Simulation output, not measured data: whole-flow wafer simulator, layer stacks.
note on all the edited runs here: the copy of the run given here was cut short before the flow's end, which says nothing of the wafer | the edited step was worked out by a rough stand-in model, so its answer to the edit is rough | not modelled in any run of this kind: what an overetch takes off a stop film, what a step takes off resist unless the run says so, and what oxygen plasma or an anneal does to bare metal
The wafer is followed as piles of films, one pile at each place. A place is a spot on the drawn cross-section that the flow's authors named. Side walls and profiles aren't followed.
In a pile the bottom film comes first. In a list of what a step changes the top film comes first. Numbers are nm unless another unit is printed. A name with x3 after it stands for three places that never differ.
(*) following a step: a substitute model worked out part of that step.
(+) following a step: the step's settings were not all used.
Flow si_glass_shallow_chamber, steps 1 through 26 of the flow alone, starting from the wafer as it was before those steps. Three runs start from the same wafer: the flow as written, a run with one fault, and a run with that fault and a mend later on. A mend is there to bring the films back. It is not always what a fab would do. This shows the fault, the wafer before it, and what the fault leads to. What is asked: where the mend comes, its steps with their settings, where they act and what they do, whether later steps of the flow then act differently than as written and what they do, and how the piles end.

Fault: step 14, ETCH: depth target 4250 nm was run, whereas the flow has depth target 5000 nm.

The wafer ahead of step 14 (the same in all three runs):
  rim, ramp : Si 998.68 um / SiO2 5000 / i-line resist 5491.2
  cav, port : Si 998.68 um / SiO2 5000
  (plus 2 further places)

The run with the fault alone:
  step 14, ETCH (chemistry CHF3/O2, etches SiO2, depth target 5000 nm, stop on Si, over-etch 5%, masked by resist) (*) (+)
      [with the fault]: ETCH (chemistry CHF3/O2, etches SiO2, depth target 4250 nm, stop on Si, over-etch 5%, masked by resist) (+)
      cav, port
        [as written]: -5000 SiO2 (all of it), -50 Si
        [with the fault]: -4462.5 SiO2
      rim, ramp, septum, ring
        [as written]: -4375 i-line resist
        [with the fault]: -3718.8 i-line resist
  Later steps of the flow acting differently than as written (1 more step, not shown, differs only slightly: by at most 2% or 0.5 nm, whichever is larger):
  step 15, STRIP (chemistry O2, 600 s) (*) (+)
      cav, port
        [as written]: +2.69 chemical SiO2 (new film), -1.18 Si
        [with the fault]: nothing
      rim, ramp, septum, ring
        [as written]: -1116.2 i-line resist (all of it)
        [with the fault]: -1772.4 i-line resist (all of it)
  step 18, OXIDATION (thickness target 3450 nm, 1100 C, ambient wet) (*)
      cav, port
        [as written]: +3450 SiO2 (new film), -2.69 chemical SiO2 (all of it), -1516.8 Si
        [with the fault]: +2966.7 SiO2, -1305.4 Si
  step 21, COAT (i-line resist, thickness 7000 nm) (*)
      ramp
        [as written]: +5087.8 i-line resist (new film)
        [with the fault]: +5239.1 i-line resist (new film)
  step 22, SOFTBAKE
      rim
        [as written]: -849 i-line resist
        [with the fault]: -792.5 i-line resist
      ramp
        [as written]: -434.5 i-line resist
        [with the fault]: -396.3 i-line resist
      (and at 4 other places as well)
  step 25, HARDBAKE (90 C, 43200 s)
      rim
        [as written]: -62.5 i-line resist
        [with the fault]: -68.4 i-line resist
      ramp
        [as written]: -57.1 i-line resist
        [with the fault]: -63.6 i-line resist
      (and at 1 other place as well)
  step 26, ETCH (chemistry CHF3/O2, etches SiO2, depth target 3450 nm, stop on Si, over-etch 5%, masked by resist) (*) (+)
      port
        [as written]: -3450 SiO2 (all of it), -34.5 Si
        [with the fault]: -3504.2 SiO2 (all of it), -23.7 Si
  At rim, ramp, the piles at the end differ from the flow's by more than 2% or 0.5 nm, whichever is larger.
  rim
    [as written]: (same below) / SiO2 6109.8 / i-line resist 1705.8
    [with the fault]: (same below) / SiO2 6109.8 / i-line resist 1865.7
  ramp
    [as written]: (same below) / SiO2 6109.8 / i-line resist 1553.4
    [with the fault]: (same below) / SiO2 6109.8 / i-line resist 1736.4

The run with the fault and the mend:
  The mend stands after step 14.
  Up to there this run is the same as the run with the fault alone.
  step 14a, ETCH (chemistry CHF3/O2, etches SiO2, depth target 750 nm, stop on Si, over-etch 5%, masked by resist) (*) (a further turn of the flow's step 14, with different settings)
      rim, ramp, septum, ring
        -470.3 i-line resist
      cav, port
        -537.5 SiO2 (all of it), -50 Si
  Later steps of the flow acting differently than as written:
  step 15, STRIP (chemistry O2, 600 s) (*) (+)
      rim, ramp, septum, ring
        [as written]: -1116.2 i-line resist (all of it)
        [with the mend]: -1302.1 i-line resist (all of it)
  The piles end the same as the flow's at every place that both follow.
